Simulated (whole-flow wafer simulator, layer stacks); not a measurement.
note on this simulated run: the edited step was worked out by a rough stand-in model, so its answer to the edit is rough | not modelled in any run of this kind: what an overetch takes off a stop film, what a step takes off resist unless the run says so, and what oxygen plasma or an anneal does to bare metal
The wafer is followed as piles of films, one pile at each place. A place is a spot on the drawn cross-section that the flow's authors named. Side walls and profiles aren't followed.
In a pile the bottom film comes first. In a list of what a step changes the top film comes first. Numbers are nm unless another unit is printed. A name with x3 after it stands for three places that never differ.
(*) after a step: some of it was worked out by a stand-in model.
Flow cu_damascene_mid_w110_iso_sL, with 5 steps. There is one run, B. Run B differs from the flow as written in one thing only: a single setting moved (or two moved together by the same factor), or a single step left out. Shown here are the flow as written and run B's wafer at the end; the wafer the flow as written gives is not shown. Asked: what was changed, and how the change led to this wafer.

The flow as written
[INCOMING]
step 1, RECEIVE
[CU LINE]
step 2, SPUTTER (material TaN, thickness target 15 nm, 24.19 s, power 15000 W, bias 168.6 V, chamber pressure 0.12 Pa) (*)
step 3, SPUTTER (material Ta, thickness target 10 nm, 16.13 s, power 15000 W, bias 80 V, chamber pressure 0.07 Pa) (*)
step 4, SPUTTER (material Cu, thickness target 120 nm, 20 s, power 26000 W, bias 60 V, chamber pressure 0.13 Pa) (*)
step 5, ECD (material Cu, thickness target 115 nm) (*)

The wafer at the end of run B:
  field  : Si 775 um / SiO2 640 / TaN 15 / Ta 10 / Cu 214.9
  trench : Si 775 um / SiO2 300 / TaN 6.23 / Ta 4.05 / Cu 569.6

What caused this: step 5, ECD: thickness target 94.9 nm was run, whereas the flow has thickness target 115 nm.

The path from the change to this, step by step:
  step 5, ECD (material Cu, thickness target 115 nm) (*)
      field: +94.9 Cu (in the flow as written it would be: +115 Cu)
      trench: +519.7 Cu (in the flow as written it would be: +539.8 Cu)
